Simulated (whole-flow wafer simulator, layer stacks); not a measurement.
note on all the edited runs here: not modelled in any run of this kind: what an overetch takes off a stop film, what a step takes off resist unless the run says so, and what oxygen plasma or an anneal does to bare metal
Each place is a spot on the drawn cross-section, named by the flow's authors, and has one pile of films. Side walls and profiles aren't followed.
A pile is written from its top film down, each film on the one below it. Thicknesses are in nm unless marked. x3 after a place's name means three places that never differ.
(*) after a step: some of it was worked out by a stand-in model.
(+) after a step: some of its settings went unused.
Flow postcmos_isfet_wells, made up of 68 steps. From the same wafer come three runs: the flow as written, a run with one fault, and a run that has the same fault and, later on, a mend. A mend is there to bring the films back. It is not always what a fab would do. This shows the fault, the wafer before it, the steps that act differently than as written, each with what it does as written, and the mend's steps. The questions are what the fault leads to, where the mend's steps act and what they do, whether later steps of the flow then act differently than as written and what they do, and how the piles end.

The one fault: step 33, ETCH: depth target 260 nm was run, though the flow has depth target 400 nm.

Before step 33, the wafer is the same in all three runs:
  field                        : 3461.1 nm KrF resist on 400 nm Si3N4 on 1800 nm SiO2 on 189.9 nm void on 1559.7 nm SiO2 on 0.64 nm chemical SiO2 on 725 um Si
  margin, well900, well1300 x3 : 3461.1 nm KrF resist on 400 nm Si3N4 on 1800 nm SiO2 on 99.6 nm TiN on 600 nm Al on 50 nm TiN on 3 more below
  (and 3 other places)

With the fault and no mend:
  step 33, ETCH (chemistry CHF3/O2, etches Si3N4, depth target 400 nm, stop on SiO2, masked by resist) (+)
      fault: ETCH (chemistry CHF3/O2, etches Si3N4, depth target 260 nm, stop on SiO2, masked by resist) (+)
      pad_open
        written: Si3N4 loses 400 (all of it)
        fault: Si3N4 loses 260
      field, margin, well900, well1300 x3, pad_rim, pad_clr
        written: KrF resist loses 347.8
        fault: KrF resist loses 226.1
  Later steps of the flow acting differently than as written (5 more steps, not shown, differ only slightly: by at most 2% or 0.5 nm, whichever is larger):
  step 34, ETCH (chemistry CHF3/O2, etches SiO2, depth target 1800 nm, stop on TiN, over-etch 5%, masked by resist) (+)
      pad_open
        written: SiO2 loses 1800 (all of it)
        fault: Si3N4 loses 140 (all of it), SiO2 loses 1653
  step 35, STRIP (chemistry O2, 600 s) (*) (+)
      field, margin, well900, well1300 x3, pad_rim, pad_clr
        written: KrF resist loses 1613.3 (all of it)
        fault: KrF resist loses 1735.1 (all of it)
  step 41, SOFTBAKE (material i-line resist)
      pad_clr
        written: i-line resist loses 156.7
        fault: i-line resist loses 142
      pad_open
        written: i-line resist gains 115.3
        fault: i-line resist gains 108.8
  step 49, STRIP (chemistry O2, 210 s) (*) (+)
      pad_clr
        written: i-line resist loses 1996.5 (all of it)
        fault: i-line resist loses 2057 (all of it)
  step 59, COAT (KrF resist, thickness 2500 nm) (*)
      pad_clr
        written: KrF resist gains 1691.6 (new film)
        fault: KrF resist gains 1741 (new film)
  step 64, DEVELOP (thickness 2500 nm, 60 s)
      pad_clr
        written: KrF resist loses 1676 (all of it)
        fault: KrF resist loses 1725.2 (all of it)
  By the end, the piles at pad_open depart from the flow's by more than 2% or 0.5 nm, whichever is larger.
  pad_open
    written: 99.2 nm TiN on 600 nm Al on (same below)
    fault: 147 nm SiO2 on 99.6 nm TiN on 600 nm Al on (same below)

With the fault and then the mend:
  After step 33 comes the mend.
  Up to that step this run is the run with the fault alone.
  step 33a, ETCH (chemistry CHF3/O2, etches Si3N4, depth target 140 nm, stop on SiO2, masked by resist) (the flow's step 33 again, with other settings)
      field, margin, well900, well1300 x3, pad_rim, pad_clr
        KrF resist loses 121.7
      pad_open
        Si3N4 loses 140 (all of it)
  Later steps of the flow that are run all act as written at every place that is followed.
  At every place that both follow, the piles at the end match the flow's.
